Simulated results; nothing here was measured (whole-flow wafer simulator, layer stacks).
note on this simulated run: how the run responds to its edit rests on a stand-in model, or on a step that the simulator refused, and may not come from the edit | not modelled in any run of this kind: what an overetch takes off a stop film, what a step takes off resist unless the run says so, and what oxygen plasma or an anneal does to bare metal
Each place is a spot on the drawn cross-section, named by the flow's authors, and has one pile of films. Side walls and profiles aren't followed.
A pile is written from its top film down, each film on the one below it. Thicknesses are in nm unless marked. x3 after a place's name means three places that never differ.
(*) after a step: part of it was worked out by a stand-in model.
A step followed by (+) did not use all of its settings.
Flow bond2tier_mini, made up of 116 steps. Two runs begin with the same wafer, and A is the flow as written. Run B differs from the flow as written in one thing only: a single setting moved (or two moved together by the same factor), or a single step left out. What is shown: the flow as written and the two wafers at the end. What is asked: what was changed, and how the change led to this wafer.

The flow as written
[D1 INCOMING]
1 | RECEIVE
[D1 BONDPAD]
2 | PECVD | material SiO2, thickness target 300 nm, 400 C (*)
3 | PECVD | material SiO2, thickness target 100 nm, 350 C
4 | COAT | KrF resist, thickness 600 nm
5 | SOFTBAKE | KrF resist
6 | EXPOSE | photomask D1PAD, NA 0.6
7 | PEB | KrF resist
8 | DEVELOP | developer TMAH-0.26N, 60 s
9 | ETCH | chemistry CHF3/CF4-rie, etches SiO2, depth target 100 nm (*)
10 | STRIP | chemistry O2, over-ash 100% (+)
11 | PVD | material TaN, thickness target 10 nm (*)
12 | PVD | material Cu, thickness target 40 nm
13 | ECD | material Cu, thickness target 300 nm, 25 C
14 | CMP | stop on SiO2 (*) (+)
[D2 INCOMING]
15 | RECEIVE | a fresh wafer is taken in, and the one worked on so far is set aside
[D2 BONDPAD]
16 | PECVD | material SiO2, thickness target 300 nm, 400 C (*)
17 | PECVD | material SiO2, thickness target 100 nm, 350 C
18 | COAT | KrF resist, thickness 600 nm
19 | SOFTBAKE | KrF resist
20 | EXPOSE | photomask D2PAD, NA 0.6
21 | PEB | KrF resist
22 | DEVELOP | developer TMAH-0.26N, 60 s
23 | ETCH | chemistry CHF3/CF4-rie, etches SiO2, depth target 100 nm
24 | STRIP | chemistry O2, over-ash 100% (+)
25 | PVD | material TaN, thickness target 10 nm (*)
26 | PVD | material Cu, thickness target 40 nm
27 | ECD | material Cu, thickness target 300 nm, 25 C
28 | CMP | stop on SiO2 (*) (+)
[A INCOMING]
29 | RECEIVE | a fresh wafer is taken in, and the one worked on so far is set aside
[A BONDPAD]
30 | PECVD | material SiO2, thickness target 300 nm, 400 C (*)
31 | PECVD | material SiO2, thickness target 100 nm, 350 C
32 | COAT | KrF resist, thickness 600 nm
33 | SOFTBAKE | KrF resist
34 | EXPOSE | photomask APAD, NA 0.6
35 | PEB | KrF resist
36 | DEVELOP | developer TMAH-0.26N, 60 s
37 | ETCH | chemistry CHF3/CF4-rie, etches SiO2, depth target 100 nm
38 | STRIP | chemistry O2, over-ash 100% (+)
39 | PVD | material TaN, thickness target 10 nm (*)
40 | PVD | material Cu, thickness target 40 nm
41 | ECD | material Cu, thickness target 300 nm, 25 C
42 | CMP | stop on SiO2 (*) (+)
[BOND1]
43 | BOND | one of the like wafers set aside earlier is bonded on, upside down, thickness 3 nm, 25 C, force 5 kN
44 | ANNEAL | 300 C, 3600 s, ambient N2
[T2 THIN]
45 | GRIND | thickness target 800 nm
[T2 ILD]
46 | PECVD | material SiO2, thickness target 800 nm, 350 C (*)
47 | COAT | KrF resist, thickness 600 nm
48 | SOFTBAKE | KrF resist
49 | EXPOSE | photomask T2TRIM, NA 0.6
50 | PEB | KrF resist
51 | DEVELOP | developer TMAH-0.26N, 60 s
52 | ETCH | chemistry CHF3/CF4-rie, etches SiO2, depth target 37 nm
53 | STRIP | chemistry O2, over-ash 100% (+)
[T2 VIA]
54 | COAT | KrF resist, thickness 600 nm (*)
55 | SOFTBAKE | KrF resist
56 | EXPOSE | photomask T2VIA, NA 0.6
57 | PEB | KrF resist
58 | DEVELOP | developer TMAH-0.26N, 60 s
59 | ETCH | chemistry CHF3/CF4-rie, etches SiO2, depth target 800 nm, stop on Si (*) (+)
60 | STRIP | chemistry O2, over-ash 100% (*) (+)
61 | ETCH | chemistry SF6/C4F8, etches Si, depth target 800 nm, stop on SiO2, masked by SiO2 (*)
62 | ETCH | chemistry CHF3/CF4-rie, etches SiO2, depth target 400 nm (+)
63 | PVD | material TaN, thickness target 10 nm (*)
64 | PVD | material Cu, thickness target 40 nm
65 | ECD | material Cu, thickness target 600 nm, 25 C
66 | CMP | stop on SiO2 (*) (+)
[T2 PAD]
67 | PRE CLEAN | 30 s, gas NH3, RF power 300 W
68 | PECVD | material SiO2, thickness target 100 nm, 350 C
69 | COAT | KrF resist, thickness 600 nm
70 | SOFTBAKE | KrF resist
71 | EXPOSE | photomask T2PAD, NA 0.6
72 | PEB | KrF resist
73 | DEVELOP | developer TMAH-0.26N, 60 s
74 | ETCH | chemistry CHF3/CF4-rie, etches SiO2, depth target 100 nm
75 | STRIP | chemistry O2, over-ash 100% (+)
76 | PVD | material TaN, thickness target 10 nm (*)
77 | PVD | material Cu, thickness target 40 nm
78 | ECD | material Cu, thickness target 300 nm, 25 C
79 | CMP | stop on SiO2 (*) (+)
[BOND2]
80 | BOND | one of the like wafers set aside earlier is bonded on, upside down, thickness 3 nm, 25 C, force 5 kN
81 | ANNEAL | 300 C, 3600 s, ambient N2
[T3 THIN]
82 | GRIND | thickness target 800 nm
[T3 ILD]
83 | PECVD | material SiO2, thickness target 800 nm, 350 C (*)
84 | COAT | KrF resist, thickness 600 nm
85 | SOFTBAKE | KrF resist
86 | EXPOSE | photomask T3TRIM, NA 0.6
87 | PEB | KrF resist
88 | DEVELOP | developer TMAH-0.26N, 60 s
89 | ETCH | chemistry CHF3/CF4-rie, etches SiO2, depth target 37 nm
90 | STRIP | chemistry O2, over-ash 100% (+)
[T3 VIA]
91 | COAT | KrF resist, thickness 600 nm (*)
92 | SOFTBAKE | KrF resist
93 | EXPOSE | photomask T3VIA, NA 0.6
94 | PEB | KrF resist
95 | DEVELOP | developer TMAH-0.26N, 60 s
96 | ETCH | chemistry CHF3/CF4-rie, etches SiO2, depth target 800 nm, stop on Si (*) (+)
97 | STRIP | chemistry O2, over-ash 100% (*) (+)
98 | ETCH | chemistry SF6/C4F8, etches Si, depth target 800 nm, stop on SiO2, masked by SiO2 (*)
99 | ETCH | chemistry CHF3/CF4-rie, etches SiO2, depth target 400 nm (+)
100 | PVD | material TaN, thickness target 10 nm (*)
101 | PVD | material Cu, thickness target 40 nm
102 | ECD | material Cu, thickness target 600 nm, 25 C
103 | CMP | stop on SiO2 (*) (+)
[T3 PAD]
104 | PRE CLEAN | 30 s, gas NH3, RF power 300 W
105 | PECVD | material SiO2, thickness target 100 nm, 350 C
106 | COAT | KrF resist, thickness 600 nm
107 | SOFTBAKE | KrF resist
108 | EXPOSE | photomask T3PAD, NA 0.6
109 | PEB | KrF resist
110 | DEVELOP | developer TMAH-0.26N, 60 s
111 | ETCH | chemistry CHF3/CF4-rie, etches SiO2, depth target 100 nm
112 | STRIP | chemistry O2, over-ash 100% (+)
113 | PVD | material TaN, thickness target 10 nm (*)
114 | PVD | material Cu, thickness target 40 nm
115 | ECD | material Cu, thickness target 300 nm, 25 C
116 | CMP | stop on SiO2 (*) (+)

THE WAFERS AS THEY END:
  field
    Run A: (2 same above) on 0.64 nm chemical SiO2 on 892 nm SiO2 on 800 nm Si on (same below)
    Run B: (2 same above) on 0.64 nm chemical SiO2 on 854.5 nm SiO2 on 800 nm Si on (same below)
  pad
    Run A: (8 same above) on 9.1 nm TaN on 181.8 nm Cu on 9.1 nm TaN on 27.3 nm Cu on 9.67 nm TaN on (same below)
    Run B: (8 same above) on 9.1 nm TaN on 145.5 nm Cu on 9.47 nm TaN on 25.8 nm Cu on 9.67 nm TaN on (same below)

The reason: step 68, PECVD: thickness target 62.5 nm was run, while the flow as written has thickness target 100 nm.

Step by step, how the change led to this:
  68 | PECVD | material SiO2, thickness target 100 nm, 350 C
      field: A SiO2 gains 100 | B SiO2 gains 62.5
      pad: A SiO2 gains 100 (new film) | B SiO2 gains 62.5 (new film)
  74 | ETCH | chemistry CHF3/CF4-rie, etches SiO2, depth target 100 nm
      pad: A SiO2 loses 100 (all of it) | B SiO2 loses 62.5 (all of it), Cu loses 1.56
      field: A KrF resist loses 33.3 | B KrF resist loses 31.2
  77 | PVD | material Cu, thickness target 40 nm
      pad: A Cu gains 36.4 (new film) | B Cu gains 37.7 (new film)
  78 | ECD | material Cu, thickness target 300 nm, 25 C
      pad: A Cu gains 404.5 | B Cu gains 366.9
